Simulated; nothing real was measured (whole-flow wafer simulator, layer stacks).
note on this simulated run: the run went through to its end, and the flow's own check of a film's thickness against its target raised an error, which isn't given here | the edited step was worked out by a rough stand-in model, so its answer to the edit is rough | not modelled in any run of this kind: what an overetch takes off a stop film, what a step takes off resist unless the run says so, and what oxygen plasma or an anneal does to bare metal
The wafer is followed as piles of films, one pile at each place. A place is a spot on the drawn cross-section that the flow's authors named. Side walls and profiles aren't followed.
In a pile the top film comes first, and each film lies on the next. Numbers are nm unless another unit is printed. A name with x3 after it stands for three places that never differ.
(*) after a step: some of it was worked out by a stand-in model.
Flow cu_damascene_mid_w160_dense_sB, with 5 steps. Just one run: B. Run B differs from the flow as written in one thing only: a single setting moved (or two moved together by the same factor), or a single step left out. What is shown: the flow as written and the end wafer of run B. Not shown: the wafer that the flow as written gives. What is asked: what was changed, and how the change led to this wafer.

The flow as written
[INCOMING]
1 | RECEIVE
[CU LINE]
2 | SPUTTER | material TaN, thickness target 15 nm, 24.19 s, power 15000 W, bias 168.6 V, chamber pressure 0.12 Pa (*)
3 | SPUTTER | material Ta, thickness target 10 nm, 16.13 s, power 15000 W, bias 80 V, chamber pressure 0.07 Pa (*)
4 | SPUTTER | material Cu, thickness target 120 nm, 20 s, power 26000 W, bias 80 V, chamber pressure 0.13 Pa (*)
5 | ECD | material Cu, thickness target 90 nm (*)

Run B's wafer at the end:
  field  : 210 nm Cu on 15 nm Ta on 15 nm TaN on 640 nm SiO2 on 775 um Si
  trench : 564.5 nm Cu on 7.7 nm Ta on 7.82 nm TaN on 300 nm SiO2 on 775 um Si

What caused this: step 3, SPUTTER: thickness target 15 nm was run, while the flow as written has thickness target 10 nm.
One can read it off the wafer: field has Ta 15, and step 3 as written asks for 10 nm.

How this came from the change, step by step:
  3 | SPUTTER | material Ta, thickness target 10 nm, 16.13 s, power 15000 W, bias 80 V, chamber pressure 0.07 Pa (*)
      field: +15 Ta (new film) (as written it would have been: +10 Ta (new film))
      trench: +7.7 Ta (new film) (as written it would have been: +5.14 Ta (new film))
